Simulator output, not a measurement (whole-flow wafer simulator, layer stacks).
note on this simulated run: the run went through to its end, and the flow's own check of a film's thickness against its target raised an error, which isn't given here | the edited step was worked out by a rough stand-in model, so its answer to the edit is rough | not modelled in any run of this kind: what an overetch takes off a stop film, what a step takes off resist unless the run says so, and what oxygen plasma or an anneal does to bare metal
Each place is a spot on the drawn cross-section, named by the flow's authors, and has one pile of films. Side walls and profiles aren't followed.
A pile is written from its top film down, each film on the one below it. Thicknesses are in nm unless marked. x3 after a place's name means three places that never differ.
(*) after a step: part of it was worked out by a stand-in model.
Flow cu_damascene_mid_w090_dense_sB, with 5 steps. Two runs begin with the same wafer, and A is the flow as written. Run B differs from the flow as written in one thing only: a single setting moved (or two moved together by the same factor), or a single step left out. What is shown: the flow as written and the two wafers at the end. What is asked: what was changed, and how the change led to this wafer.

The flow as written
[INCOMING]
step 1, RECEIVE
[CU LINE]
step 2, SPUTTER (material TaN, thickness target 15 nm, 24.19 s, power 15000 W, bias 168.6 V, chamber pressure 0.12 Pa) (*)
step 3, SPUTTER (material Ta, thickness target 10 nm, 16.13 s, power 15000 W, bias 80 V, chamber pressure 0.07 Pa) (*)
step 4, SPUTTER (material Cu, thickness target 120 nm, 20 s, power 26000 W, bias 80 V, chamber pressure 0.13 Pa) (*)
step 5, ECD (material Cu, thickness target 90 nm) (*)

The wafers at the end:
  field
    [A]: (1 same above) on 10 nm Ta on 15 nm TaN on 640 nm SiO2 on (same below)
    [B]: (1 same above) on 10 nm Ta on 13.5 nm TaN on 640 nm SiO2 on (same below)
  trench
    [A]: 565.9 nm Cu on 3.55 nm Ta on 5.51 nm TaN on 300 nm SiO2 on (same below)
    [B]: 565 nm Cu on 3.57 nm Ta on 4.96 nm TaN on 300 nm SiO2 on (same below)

Cause: step 2, SPUTTER: thickness target 13.5 nm was run, whereas the flow has thickness target 15 nm; step 2, SPUTTER: 21.77 s was run, where the flow has 24.19 s.
The wafer lets one read it off: field has TaN 13.5, and step 2 as written asks for 15 nm.

The path from the change to this, step by step:
  step 2, SPUTTER (material TaN, thickness target 15 nm, 24.19 s, power 15000 W, bias 168.6 V, chamber pressure 0.12 Pa) (*)
      field: A TaN gains 15 (new film) | B TaN gains 13.5 (new film)
      trench: A TaN gains 5.51 (new film) | B TaN gains 4.96 (new film)
